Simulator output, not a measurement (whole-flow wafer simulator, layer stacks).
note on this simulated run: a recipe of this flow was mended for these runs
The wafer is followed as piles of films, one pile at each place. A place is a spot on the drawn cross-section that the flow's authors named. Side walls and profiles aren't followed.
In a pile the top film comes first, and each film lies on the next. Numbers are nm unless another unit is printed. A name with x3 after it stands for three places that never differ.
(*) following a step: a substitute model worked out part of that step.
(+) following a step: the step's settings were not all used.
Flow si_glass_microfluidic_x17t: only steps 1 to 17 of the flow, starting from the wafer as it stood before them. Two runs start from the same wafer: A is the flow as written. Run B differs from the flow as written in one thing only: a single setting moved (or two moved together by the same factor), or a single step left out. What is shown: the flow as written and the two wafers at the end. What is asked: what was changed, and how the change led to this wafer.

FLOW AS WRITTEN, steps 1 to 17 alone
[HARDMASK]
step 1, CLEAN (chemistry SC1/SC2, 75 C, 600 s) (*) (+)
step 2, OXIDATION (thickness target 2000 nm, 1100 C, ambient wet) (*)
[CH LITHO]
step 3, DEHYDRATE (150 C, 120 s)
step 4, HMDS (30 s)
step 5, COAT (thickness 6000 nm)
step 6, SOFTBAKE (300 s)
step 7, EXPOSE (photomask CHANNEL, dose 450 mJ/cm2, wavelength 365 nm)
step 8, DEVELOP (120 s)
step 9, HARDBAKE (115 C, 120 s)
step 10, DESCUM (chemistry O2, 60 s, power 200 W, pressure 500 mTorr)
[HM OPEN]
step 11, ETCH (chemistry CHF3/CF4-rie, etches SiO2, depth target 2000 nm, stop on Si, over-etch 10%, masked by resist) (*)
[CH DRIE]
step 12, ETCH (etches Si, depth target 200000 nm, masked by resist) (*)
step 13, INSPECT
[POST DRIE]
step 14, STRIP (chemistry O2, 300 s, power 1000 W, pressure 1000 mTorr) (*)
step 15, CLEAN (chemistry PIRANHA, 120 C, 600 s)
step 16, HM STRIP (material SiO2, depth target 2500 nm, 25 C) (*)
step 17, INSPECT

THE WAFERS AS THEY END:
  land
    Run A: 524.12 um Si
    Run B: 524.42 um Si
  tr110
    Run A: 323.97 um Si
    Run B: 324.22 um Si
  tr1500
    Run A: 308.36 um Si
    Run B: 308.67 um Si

The reason: step 2, OXIDATION: thickness target 1300 nm was run, though the flow has thickness target 2000 nm.

The path from the change to this, step by step:
  step 2, OXIDATION (thickness target 2000 nm, 1100 C, ambient wet) (*)
      land, tr110, tr1500, tr15: A +2000 SiO2 (new film), -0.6 chemical SiO2 (all of it), -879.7 Si | B +1300 SiO2 (new film), -0.6 chemical SiO2 (all of it), -571.7 Si
  step 11, ETCH (chemistry CHF3/CF4-rie, etches SiO2, depth target 2000 nm, stop on Si, over-etch 10%, masked by resist) (*)
      tr110, tr1500, tr15: A -2000 SiO2 (all of it), -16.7 Si | B -1300 SiO2 (all of it), -75 Si
      land: A -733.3 thick-i-line-resist | B -476.7 thick-i-line-resist
  step 12, ETCH (etches Si, depth target 200000 nm, masked by resist) (*)
      tr1500: A -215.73 um Si | B -215.68 um Si
      tr15: A -149.99 um Si | B -150.13 um Si
  step 14, STRIP (chemistry O2, 300 s, power 1000 W, pressure 1000 mTorr) (*)
      land: A -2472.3 thick-i-line-resist (all of it) | B -2729.7 thick-i-line-resist (all of it)
  step 16, HM STRIP (material SiO2, depth target 2500 nm, 25 C) (*)
      land: A -2000 SiO2 (all of it) | B -1300 SiO2 (all of it)
